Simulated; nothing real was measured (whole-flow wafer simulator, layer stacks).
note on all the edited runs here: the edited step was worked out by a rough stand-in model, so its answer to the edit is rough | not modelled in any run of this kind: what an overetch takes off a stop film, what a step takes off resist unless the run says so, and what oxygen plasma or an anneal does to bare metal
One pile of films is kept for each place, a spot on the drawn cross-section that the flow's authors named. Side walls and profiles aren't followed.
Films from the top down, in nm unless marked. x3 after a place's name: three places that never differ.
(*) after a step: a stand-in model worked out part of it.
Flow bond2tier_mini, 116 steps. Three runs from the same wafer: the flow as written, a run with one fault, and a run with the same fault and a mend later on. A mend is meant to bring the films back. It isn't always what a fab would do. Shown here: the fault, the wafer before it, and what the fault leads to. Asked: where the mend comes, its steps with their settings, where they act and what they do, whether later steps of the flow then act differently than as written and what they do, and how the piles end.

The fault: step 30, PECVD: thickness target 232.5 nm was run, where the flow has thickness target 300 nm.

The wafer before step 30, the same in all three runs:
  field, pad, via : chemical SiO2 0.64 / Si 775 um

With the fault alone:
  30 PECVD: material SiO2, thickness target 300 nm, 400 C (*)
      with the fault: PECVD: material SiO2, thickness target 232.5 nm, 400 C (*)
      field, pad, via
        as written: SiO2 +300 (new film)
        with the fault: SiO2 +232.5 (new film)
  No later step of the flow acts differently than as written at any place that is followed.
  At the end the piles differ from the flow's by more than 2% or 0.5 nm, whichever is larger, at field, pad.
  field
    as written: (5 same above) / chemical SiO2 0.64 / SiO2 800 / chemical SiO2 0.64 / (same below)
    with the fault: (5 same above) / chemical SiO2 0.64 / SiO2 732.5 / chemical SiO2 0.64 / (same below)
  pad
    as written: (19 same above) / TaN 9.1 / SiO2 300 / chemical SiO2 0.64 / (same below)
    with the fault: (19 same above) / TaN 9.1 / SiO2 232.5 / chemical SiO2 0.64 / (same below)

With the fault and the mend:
  The mend comes after step 30.
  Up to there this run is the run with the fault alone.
  30a PECVD: material SiO2, thickness target 67.5 nm, 400 C (the flow's step 30 once more, with other settings)
      field, pad, via
        SiO2 +67.5
  No later step of the flow acts differently than as written at any place that is followed.
  At the end the piles are the same as the flow's at every place that both follow.
